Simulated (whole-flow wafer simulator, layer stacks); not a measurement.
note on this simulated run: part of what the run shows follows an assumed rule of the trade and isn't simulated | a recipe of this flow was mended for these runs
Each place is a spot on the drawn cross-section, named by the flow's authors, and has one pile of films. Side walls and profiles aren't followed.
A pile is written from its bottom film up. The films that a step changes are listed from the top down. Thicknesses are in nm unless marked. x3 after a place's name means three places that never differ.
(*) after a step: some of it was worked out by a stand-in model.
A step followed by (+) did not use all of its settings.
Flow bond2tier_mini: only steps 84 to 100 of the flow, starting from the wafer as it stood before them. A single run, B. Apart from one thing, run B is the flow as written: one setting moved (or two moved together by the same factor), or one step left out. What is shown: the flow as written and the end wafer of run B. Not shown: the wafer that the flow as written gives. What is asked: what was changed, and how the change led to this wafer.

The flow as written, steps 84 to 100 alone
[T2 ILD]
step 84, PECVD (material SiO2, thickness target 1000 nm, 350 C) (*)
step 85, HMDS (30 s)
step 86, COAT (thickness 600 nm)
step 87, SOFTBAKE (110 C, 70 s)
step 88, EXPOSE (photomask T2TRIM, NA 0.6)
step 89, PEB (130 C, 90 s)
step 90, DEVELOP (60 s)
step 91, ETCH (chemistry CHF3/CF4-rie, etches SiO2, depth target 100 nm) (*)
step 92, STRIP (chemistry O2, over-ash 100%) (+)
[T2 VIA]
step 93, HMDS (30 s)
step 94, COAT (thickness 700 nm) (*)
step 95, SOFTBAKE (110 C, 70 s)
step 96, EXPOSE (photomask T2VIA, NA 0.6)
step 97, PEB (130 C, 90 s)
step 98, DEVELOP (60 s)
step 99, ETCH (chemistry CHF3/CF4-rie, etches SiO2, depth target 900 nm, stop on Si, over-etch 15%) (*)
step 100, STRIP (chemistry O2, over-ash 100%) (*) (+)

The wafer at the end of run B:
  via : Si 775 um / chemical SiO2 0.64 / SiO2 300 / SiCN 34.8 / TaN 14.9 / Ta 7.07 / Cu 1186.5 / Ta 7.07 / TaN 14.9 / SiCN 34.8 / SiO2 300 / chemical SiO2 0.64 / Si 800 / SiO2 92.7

Cause: step 99, ETCH: depth target 702 nm was run, though the flow has depth target 900 nm.

The path from the change to this, step by step:
  step 99, ETCH (chemistry CHF3/CF4-rie, etches SiO2, depth target 900 nm, stop on Si, over-etch 15%) (*)
      via: -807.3 SiO2 (in the flow as written it would be: -900 SiO2 (all of it), -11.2 Si)
      field, pad: -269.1 thick-KrF-resist (in the flow as written it would be: -345 thick-KrF-resist)
  step 100, STRIP (chemistry O2, over-ash 100%) (*) (+)
      field: -362.5 thick-KrF-resist (all of it) (in the flow as written it would be: -286.6 thick-KrF-resist (all of it))
      pad: -448.8 thick-KrF-resist (all of it) (in the flow as written it would be: -372.9 thick-KrF-resist (all of it))
